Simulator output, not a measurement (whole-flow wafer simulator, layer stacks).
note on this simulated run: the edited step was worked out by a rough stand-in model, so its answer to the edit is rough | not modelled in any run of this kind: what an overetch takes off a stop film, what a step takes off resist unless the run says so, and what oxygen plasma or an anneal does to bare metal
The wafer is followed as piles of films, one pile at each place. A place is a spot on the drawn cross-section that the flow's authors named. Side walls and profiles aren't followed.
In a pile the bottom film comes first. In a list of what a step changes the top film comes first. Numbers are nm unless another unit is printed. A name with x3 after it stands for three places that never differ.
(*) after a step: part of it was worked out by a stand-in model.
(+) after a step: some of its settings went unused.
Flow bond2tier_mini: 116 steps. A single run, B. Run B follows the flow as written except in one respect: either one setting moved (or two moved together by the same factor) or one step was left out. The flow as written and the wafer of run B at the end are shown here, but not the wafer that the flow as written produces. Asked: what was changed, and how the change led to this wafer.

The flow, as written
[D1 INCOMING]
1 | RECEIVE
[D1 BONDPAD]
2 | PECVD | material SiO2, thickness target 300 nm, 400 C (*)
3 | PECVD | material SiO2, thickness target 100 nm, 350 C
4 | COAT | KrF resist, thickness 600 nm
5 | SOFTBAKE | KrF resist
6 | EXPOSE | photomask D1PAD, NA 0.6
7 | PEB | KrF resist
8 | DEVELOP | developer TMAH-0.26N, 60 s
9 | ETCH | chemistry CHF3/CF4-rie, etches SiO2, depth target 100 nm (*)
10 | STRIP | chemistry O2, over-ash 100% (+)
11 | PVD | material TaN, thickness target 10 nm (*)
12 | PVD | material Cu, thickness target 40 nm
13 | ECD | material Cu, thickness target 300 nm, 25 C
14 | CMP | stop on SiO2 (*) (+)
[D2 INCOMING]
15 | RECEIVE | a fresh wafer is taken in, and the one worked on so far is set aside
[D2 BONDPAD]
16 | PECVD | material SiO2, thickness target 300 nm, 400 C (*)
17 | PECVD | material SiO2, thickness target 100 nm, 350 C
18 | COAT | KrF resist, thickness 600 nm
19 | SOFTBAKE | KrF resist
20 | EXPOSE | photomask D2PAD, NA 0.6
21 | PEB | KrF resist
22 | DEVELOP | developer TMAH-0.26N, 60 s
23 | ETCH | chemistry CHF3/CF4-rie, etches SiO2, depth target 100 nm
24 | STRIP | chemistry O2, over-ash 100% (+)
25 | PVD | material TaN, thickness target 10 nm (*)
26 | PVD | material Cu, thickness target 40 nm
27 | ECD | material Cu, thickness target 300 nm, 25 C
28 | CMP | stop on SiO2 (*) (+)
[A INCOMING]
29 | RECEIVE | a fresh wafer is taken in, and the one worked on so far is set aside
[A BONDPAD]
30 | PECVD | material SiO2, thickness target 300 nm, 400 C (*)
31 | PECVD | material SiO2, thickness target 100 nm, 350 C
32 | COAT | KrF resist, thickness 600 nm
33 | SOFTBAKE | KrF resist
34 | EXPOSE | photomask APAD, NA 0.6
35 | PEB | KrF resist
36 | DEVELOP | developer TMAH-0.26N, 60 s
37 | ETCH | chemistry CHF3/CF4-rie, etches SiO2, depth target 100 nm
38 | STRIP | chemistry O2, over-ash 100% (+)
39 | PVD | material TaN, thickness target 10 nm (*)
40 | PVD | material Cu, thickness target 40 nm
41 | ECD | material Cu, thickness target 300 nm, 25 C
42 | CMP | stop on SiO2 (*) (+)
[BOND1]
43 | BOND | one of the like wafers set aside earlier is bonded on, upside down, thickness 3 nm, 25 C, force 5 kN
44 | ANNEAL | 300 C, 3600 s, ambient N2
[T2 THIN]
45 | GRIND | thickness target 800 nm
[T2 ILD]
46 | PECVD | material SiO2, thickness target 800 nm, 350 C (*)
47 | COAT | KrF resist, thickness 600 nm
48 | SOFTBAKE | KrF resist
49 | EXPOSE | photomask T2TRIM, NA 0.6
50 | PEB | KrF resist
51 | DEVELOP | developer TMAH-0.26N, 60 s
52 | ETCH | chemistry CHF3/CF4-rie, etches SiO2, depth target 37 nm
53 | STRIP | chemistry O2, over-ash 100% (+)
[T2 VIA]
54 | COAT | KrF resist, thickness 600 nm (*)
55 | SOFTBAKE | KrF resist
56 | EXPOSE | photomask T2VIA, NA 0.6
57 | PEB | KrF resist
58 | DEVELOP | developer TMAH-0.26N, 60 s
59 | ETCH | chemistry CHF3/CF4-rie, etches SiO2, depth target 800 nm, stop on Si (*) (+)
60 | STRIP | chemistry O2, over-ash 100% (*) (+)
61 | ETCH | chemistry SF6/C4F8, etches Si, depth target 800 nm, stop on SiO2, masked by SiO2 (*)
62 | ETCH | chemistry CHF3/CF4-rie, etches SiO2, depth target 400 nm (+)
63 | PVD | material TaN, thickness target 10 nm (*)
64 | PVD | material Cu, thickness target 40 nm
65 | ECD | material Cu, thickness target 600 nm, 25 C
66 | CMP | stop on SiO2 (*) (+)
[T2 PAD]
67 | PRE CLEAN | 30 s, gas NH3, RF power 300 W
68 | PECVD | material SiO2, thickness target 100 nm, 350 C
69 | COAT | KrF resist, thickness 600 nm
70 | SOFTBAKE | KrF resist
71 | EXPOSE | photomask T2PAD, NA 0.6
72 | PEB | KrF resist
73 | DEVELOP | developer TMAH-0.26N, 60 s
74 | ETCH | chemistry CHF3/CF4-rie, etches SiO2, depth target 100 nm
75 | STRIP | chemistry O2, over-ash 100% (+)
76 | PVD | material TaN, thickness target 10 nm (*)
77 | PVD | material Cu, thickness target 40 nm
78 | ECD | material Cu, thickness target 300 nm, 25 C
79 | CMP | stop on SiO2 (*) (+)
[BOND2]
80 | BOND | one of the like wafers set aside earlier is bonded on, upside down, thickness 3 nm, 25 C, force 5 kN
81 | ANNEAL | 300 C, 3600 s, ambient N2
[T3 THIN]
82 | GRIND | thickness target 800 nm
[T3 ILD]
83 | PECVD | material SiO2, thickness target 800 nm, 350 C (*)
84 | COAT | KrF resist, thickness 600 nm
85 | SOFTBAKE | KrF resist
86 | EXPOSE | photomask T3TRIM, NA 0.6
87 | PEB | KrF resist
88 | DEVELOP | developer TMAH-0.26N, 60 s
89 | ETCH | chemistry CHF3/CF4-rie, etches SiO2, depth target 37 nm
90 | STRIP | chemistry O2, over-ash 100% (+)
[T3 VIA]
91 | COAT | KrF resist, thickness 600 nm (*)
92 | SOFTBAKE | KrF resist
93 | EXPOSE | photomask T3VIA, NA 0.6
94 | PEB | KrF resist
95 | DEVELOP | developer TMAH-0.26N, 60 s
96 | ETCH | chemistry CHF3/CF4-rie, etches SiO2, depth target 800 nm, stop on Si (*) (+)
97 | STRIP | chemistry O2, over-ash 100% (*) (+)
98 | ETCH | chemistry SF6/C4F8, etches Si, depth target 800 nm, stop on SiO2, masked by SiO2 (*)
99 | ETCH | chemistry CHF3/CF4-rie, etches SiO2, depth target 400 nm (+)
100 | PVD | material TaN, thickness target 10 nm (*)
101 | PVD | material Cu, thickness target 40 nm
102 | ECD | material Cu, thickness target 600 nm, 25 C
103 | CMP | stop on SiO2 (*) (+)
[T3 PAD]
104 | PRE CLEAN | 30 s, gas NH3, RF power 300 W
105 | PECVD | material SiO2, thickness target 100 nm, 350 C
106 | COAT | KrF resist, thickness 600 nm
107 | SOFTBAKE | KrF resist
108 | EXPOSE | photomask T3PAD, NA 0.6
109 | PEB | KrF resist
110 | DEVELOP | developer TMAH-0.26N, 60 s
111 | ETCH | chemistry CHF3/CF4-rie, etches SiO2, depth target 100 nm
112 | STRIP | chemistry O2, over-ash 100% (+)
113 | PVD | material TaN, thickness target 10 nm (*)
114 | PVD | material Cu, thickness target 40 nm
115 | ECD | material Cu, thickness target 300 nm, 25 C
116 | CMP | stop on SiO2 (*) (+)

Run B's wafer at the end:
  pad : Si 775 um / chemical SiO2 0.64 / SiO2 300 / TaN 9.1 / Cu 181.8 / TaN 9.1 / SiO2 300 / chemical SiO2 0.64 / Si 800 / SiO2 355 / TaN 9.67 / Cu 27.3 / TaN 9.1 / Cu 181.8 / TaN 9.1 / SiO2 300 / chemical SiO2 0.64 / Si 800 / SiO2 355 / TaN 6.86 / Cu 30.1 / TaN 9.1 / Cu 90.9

Cause: step 100, PVD: thickness target 7.1 nm was run, whereas the flow has thickness target 10 nm.

The path from the change to this, step by step:
  100 | PVD | material TaN, thickness target 10 nm (*)
      field: +7.1 TaN (new film) (in the flow as written it would be: +10 TaN (new film))
      pad: +6.86 TaN (new film) (in the flow as written it would be: +9.67 TaN (new film))
  103 | CMP | stop on SiO2 (*) (+)
      field: -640 Cu (all of it), -7.1 TaN (all of it) (in the flow as written it would be: -640 Cu (all of it), -10 TaN (all of it))
